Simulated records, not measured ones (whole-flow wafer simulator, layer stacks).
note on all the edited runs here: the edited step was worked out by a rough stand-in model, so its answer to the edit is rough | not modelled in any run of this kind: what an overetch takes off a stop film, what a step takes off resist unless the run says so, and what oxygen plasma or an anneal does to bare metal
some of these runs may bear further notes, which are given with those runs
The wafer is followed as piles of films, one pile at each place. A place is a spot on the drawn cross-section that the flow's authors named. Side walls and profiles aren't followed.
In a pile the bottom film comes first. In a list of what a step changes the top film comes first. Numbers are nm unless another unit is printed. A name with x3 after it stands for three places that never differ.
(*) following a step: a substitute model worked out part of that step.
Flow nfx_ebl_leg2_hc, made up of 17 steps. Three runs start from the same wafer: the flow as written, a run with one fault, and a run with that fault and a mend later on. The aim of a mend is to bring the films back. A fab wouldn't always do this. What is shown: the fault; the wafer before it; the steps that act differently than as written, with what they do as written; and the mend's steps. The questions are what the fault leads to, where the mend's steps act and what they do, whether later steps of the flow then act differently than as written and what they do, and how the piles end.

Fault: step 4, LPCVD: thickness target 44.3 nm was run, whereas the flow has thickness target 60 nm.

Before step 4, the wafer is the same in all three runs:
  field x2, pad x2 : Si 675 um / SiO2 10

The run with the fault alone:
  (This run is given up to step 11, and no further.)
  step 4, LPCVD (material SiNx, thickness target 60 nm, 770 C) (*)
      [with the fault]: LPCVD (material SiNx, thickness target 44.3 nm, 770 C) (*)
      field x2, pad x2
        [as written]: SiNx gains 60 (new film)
        [with the fault]: SiNx gains 44.3 (new film)
  Every later step of the flow up to step 11 that is run acts as written at every place that is followed.
  After step 11, at field x2, pad x2, the piles differ from the flow's by more than 2% or 0.5 nm, whichever is larger.
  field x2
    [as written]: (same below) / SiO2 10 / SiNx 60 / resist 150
    [with the fault]: (same below) / SiO2 10 / SiNx 44.3 / resist 150
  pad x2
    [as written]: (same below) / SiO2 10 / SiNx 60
    [with the fault]: (same below) / SiO2 10 / SiNx 44.3

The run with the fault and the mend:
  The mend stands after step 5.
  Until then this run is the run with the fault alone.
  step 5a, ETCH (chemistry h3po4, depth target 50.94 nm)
      field x2, pad x2
        SiNx loses 44.3 (all of it)
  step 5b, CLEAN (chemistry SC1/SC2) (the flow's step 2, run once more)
      leaves every film unchanged at each place that is followed
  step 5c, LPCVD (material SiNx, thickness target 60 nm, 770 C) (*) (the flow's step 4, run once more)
      field x2, pad x2
        SiNx gains 60 (new film)
  Every later step of the flow that is run acts as written at every place that is followed.
  By the end, the piles equal the flow's at every place that both follow.
